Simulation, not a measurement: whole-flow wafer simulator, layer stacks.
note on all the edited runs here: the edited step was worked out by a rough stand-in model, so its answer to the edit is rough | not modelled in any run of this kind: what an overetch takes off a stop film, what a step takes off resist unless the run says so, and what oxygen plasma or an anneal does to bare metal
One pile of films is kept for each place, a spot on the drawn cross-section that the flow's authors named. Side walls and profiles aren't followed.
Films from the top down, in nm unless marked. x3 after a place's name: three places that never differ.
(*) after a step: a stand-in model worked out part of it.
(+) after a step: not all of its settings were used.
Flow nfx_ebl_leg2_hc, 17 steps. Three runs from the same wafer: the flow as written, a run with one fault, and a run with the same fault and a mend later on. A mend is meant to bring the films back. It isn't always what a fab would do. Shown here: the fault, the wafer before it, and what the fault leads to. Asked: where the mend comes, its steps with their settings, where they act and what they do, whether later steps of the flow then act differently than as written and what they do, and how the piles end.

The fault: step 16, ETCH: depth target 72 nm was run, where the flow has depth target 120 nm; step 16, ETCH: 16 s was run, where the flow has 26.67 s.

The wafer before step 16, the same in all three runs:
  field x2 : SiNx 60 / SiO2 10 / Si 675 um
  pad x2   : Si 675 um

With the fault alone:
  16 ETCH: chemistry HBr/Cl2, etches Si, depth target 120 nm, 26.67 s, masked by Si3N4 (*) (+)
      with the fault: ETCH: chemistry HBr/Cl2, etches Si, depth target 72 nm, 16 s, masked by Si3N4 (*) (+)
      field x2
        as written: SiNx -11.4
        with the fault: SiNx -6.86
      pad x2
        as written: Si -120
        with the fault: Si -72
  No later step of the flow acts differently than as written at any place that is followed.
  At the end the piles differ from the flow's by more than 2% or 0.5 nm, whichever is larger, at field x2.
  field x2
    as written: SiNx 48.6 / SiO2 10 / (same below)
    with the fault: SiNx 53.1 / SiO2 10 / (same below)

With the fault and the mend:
  The mend comes after step 17.
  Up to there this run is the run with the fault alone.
  17a ETCH: chemistry HBr/Cl2, etches Si, depth target 48 nm, 10.67 s, masked by Si3N4 (*) (+) (the flow's step 16 once more, with other settings)
      field x2
        SiNx -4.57
      pad x2
        Si -48
  No later step of the flow acts differently than as written at any place that is followed.
  At the end the piles are the same as the flow's at every place that both follow.
